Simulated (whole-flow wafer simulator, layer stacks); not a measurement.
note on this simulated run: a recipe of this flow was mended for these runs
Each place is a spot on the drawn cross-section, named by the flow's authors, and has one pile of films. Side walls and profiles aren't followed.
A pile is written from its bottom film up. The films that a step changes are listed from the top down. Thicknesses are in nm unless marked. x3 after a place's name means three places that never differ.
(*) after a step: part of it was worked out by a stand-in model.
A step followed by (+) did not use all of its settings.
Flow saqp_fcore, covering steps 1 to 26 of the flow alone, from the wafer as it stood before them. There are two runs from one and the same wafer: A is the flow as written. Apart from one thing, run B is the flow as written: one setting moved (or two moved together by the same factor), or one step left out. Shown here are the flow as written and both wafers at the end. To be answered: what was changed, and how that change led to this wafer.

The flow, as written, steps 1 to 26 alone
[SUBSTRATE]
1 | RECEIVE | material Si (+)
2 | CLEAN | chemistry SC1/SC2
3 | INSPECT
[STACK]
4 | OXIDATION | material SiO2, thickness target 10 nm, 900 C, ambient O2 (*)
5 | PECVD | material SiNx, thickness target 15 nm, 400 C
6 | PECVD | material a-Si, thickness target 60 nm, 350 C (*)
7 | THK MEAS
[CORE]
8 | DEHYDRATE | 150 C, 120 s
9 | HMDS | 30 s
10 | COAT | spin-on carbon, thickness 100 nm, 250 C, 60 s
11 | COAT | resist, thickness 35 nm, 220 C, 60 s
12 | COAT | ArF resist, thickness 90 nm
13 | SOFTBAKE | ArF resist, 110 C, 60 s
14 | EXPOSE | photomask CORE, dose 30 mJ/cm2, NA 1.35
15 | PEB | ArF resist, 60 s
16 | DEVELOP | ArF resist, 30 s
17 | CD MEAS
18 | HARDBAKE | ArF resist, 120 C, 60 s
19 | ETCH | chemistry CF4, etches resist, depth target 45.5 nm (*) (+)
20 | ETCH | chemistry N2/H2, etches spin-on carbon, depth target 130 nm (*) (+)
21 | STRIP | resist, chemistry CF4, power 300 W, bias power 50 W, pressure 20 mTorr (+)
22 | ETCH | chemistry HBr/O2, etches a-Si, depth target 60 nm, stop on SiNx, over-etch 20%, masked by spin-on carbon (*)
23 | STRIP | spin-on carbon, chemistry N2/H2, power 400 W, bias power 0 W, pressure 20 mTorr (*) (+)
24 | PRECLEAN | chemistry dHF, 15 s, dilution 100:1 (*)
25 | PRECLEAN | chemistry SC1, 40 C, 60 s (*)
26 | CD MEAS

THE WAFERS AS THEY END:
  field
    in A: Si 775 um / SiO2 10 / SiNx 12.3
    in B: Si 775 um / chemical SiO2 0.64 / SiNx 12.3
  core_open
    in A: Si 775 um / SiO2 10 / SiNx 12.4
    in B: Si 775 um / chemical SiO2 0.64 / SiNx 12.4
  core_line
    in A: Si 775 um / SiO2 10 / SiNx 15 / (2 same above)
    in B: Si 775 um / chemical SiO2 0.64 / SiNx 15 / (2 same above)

The reason: step 4, OXIDATION: material SiO2, thickness target 10 nm, 900 C, ambient O2 (*), was skipped.

Step by step, how the change led to this:
  (no step that both runs have acts differently)
